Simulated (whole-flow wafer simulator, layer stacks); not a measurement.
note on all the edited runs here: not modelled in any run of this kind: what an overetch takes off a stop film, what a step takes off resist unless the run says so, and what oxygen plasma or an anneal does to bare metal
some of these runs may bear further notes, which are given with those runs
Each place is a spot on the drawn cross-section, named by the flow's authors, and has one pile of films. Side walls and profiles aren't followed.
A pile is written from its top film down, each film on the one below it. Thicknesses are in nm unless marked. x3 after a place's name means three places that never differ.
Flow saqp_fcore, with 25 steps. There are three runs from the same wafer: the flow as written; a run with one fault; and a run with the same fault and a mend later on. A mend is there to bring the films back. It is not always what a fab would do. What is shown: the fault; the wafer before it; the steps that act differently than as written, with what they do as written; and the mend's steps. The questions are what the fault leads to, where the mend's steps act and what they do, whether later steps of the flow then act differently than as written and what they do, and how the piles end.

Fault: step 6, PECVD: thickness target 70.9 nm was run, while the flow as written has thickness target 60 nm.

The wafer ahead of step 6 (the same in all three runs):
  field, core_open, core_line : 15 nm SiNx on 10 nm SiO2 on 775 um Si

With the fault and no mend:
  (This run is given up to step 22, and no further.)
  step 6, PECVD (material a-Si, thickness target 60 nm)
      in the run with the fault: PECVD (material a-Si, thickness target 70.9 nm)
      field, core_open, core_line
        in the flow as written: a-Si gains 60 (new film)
        in the run with the fault: a-Si gains 70.9 (new film)
  Every later step of the flow up to step 22 that is run acts as written at every place that is followed.
  The piles after step 22 differ from the flow's at field, core_open, core_line by more than 2% or 0.5 nm, whichever is larger.
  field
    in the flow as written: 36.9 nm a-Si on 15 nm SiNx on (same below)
    in the run with the fault: 47.8 nm a-Si on 15 nm SiNx on (same below)
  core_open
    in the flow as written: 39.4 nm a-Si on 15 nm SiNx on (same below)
    in the run with the fault: 50.3 nm a-Si on 15 nm SiNx on (same below)
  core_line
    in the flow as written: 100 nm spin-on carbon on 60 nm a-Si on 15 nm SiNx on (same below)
    in the run with the fault: 100 nm spin-on carbon on 70.9 nm a-Si on 15 nm SiNx on (same below)

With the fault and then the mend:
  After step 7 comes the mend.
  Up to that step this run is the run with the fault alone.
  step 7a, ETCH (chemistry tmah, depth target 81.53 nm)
      field, core_open, core_line
        a-Si loses 70.9 (all of it)
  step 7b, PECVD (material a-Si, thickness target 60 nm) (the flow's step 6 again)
      field, core_open, core_line
        a-Si gains 60 (new film)
  Every later step of the flow that is run acts as written at every place that is followed.
  The piles end the same as the flow's at every place that both follow.
